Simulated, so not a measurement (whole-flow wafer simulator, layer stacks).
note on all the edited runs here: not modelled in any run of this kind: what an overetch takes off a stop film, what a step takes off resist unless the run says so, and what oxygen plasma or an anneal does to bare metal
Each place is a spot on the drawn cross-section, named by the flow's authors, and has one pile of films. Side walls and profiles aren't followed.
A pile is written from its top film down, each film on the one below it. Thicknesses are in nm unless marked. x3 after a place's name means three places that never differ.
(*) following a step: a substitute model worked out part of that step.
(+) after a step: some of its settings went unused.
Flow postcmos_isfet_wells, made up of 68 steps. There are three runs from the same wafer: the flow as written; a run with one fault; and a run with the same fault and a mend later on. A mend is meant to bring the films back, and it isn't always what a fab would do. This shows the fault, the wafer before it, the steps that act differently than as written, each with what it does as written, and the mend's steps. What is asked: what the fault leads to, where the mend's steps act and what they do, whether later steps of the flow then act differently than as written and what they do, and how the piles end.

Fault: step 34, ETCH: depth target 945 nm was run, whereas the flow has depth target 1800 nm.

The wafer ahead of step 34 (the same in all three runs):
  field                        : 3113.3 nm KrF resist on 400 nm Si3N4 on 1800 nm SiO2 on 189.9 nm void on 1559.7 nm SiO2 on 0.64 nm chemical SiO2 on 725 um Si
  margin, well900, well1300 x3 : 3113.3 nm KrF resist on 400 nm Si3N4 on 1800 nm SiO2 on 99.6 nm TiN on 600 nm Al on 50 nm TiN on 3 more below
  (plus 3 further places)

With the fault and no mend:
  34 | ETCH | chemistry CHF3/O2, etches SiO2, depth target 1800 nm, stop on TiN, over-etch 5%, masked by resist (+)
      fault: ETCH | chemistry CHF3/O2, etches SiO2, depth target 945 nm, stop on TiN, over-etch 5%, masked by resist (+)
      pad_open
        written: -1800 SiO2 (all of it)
        fault: -945 SiO2
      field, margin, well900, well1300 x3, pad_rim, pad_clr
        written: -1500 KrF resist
        fault: -787.5 KrF resist
  Steps further on in the flow that do not act as written (1 other step is not shown; it differs only slightly, by no more than 2% or 0.5 nm, whichever is larger):
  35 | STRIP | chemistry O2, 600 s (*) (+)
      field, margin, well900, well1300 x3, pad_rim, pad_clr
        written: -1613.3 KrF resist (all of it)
        fault: -2325.8 KrF resist (all of it)
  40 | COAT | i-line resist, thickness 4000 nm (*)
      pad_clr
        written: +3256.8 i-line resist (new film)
        fault: +3530.5 i-line resist (new film)
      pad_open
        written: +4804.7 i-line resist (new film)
        fault: +4496 i-line resist (new film)
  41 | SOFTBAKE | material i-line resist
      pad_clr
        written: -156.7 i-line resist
        fault: -78.2 i-line resist
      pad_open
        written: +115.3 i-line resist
        fault: +74.5 i-line resist
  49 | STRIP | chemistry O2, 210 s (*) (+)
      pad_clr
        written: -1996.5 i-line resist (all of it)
        fault: -2348.6 i-line resist (all of it)
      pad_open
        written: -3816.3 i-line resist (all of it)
        fault: -3466.9 i-line resist (all of it)
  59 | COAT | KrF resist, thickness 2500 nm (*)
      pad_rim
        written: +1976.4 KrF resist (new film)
        fault: +2174.8 KrF resist (new film)
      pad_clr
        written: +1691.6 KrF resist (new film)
        fault: +1987.5 KrF resist (new film)
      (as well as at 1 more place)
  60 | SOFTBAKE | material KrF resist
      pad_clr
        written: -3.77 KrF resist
        fault: -2.54 KrF resist
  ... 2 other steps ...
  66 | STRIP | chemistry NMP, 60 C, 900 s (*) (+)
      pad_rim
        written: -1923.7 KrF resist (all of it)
        fault: -2120.4 KrF resist (all of it)
  The piles end different from the flow's at pad_open by more than 2% or 0.5 nm, whichever is larger.
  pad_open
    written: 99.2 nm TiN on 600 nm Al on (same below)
    fault: 855 nm SiO2 on 99.6 nm TiN on 600 nm Al on (same below)

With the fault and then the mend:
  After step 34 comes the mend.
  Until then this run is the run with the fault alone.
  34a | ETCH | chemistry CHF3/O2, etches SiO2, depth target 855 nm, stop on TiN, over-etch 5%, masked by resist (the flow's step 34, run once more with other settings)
      field, margin, well900, well1300 x3, pad_rim, pad_clr
        -712.5 KrF resist
      pad_open
        -855 SiO2 (all of it)
  Every later step of the flow that is run acts as written at every place that is followed.
  The piles end the same as the flow's at every place that both follow.
